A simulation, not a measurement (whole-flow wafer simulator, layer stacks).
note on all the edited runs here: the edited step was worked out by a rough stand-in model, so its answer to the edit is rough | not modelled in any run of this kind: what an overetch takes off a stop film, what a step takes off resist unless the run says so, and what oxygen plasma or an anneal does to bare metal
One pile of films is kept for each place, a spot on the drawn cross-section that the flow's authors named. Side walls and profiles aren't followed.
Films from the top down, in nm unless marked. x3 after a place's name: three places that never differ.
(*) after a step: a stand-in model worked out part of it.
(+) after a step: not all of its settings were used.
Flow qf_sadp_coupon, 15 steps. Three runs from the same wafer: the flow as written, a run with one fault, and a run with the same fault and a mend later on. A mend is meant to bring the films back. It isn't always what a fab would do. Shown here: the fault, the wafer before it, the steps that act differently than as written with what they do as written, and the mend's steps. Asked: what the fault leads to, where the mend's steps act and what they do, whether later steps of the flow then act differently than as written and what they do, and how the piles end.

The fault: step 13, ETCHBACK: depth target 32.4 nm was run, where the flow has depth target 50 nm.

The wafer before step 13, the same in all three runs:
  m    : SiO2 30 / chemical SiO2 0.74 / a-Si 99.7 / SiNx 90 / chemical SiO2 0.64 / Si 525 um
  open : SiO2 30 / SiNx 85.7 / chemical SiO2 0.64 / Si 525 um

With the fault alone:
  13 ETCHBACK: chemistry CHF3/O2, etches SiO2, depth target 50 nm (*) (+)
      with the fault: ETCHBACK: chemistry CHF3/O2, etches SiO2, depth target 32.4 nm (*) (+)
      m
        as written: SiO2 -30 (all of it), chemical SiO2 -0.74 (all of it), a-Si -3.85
        with the fault: SiO2 -30 (all of it), chemical SiO2 -0.74 (all of it), a-Si -0.33
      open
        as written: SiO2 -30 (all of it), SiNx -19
        with the fault: SiO2 -30 (all of it), SiNx -2.29
  Later steps of the flow that act differently than as written:
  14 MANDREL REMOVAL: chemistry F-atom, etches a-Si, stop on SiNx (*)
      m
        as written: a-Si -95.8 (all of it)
        with the fault: a-Si -99.3 (all of it)
  At the end the piles differ from the flow's by more than 2% or 0.5 nm, whichever is larger, at open.
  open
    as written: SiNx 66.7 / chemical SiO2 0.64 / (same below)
    with the fault: SiNx 83.4 / chemical SiO2 0.64 / (same below)

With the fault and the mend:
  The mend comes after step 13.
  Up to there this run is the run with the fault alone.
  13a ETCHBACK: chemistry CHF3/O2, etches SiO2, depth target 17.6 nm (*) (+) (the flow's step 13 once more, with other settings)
      m
        a-Si -3.52
      open
        SiNx -16.8
  No later step of the flow acts differently than as written at any place that is followed.
  At the end the piles are the same as the flow's at every place that both follow.
